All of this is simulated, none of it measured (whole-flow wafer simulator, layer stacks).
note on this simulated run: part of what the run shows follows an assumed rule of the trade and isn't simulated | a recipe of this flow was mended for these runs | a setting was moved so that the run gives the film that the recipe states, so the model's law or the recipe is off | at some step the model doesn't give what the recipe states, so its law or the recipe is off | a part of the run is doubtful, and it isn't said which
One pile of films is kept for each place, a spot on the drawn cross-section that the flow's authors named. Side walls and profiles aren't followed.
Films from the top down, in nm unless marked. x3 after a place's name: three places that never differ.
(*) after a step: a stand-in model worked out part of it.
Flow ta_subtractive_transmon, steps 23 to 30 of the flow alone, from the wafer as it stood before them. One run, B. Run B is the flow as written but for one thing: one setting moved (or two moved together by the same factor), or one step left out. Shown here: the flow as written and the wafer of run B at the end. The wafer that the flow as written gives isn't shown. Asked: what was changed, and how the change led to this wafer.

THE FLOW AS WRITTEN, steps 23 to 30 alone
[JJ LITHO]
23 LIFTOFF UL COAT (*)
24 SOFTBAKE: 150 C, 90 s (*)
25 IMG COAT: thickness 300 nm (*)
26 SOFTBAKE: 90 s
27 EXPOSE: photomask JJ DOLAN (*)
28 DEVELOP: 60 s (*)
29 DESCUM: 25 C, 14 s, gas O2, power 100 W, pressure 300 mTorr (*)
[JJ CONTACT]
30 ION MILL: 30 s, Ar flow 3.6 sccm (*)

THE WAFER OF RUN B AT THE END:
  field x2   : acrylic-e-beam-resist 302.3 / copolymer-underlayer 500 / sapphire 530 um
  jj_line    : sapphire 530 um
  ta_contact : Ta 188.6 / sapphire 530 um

The cause: step 25, IMG COAT: thickness 336 nm was run, where the flow has thickness 300 nm; step 30, ION MILL: 33.6 s was run, where the flow has 30 s.

How the change led to this, step by step:
  25 IMG COAT: thickness 300 nm (*)
      field x2, jj_line: acrylic-e-beam-resist +336 (new film) (as written it would be: acrylic-e-beam-resist +300 (new film))
      lead: acrylic-e-beam-resist +349.6 (new film) (as written it would be: acrylic-e-beam-resist +312.5 (new film))
      (and at 2 more places)
  28 DEVELOP: 60 s (*)
      jj_line: acrylic-e-beam-resist -336 (all of it), copolymer-underlayer -500 (all of it) (as written it would be: acrylic-e-beam-resist -300 (all of it), copolymer-underlayer -500 (all of it))
      lead: acrylic-e-beam-resist -349.6 (all of it), copolymer-underlayer -554.7 (all of it) (as written it would be: acrylic-e-beam-resist -312.5 (all of it), copolymer-underlayer -554.7 (all of it))
      (and at 1 more place)
  30 ION MILL: 30 s, Ar flow 3.6 sccm (*)
      field x2, ta_pad: acrylic-e-beam-resist -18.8 (as written it would be: acrylic-e-beam-resist -16.8)
      ta_contact: Ta -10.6 (as written it would be: Ta -9.45)
